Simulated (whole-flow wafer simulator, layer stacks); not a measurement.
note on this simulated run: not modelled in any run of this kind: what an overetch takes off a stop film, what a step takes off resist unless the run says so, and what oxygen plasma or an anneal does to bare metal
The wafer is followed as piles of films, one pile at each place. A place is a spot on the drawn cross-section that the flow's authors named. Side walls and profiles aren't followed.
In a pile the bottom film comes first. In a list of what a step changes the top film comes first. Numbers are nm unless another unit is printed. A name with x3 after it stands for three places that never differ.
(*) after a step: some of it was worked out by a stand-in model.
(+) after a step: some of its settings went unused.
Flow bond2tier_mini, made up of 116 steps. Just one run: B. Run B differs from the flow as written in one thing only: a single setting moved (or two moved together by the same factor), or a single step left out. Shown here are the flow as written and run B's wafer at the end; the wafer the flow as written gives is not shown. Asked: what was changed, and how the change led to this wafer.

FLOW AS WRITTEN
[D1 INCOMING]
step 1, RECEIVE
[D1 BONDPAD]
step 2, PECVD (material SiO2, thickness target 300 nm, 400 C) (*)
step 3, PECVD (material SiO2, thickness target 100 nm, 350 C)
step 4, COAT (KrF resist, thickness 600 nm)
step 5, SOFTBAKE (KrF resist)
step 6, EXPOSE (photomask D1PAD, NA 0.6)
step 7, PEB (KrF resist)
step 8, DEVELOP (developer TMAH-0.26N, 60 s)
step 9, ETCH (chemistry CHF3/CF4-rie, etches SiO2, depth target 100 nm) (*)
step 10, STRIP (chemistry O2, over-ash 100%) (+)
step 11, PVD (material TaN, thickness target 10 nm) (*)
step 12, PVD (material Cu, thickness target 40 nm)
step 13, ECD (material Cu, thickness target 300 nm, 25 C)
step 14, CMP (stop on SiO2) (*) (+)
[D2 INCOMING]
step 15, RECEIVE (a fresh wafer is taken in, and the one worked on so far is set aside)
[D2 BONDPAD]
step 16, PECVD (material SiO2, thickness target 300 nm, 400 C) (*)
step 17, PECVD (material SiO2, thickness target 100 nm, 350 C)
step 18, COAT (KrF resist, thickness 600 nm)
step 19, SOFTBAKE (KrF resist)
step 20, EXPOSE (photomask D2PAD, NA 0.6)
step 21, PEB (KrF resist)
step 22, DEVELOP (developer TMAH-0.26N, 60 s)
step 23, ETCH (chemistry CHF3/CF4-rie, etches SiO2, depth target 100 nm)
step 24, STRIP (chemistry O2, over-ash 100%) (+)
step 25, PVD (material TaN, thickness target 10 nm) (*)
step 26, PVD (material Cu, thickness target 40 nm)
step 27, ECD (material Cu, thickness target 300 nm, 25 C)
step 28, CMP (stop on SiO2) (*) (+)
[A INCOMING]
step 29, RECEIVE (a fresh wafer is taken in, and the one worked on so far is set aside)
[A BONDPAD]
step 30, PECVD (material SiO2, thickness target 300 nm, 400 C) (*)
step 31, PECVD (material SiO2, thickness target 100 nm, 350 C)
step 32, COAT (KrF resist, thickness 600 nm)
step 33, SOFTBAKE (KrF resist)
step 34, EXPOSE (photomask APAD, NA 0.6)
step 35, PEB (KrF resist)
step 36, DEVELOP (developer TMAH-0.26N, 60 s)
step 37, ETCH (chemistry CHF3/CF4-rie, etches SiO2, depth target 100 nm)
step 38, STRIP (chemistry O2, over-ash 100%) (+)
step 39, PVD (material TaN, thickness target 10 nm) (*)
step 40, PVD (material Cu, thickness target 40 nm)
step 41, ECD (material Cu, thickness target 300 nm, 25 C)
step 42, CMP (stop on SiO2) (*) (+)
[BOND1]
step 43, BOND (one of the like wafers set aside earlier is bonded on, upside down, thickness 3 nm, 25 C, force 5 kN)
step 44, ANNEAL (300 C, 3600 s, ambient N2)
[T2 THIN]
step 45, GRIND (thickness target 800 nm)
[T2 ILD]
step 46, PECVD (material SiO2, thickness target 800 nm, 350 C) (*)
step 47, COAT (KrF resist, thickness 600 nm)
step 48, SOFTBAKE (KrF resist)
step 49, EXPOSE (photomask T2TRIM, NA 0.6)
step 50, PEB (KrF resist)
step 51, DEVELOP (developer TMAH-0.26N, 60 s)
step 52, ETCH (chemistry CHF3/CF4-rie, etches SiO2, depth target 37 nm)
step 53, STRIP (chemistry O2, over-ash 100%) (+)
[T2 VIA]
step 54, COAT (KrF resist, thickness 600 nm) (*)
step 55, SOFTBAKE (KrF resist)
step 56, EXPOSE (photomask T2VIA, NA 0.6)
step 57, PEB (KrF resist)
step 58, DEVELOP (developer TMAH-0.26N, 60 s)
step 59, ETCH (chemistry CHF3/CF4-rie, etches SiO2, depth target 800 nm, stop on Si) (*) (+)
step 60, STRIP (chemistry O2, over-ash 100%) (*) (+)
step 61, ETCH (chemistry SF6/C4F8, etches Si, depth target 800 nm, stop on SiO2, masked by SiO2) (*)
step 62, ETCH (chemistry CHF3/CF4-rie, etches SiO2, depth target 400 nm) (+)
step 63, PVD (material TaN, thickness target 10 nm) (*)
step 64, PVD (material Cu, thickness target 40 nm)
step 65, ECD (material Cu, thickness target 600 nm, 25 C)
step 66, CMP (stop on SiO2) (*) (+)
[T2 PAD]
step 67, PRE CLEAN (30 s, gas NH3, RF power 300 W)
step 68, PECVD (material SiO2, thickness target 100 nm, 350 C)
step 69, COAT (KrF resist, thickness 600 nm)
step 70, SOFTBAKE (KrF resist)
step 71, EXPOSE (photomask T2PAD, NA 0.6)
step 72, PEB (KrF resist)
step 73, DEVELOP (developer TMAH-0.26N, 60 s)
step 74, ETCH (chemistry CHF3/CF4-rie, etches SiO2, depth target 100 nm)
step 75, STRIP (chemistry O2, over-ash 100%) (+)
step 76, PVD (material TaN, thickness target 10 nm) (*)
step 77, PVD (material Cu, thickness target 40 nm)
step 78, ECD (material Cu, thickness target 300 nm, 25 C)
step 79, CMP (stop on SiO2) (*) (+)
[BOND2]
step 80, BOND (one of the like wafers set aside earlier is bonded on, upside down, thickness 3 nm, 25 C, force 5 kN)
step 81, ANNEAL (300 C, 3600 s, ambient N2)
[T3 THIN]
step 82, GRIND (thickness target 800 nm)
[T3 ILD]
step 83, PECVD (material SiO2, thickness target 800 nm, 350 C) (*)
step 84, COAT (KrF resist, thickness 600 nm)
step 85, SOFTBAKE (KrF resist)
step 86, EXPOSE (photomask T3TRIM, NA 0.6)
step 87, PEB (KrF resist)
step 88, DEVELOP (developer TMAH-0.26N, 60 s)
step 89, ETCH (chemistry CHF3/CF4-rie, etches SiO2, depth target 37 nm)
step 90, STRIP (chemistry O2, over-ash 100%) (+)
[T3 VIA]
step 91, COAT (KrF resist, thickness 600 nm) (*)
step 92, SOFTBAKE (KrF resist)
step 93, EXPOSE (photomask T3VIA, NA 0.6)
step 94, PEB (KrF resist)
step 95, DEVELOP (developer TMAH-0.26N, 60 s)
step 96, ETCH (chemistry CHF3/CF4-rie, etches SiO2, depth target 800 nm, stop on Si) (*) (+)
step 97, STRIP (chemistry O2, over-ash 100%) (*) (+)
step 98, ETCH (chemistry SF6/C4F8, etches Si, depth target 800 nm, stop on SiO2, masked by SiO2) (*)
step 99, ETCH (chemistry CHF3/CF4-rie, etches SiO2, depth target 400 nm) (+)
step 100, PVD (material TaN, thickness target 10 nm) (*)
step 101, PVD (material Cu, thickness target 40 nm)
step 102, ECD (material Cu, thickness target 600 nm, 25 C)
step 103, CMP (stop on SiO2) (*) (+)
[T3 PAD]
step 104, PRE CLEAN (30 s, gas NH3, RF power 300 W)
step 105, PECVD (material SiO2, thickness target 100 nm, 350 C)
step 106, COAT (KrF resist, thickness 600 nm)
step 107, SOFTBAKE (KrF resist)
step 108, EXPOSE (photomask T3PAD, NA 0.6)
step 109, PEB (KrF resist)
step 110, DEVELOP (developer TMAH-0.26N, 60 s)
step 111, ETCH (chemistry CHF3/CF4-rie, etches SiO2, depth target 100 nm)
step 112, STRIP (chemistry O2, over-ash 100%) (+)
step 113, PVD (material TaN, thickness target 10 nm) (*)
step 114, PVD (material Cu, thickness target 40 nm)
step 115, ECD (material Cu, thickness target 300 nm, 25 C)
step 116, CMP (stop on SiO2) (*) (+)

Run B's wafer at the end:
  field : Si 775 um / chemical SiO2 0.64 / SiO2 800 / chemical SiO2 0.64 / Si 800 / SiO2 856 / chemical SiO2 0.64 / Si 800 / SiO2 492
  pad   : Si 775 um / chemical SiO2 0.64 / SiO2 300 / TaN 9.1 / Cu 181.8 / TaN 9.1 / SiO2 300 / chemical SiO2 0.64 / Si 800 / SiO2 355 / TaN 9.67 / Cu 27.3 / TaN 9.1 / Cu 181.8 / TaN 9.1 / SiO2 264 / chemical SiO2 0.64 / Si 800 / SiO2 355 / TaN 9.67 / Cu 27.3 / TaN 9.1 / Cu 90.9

The reason: step 17, PECVD: thickness target 64 nm was run, though the flow has thickness target 100 nm.

How this came from the change, step by step:
  step 17, PECVD (material SiO2, thickness target 100 nm, 350 C)
      field, pad, via: SiO2 gains 64 (as written it would have been: SiO2 gains 100)
  step 80, BOND (one of the like wafers set aside earlier is bonded on, upside down, thickness 3 nm, 25 C, force 5 kN)
      field: Si gains 775 um (new film), chemical SiO2 gains 0.64 (new film), SiO2 gains 364 (as written it would have been: Si gains 775 um (new film), chemical SiO2 gains 0.64 (new film), SiO2 gains 400)
      pad: Si gains 775 um (new film), chemical SiO2 gains 0.64 (new film), SiO2 gains 264 (new film), TaN gains 9.1 (new film), Cu gains 90.9 (as written it would have been: Si gains 775 um (new film), chemical SiO2 gains 0.64 (new film), SiO2 gains 300 (new film), TaN gains 9.1 (new film), Cu gains 90.9)
